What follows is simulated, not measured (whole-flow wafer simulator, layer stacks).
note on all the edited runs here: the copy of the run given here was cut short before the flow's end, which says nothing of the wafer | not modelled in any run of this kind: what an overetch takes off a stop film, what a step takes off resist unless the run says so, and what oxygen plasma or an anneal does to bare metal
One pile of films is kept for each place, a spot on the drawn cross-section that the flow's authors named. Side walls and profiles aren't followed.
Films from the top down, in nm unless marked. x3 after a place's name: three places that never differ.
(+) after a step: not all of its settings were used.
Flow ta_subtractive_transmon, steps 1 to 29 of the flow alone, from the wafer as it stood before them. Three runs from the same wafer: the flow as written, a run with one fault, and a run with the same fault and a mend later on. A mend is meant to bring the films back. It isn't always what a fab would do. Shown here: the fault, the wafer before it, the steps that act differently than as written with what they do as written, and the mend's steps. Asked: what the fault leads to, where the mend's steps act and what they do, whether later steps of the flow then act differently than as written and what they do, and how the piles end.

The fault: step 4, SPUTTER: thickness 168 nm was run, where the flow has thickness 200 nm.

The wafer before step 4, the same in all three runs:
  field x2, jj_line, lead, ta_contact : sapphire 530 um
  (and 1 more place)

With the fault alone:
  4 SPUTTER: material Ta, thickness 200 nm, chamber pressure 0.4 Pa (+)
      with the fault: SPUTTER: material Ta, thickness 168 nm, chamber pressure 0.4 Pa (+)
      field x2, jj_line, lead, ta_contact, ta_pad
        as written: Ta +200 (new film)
        with the fault: Ta +168 (new film)
  Later steps of the flow that act differently than as written (3 more steps differ only slightly, by at most 2% or 0.5 nm, whichever is larger, and aren't shown):
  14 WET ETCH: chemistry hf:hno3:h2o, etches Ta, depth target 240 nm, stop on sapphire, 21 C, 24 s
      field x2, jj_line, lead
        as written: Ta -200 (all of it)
        with the fault: Ta -168 (all of it)
  At the end the piles differ from the flow's by more than 2% or 0.5 nm, whichever is larger, at ta_contact, ta_pad.
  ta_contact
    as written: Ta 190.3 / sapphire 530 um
    with the fault: Ta 158.3 / sapphire 530 um
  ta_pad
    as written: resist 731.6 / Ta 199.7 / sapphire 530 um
    with the fault: resist 736.5 / Ta 167.7 / sapphire 530 um

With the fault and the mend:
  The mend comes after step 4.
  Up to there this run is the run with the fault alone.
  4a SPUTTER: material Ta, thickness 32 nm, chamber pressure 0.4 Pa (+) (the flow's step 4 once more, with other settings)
      field x2, jj_line, lead, ta_contact, ta_pad
        Ta +32
  No later step of the flow acts differently than as written at any place that is followed.
  At the end the piles are the same as the flow's at every place that both follow.
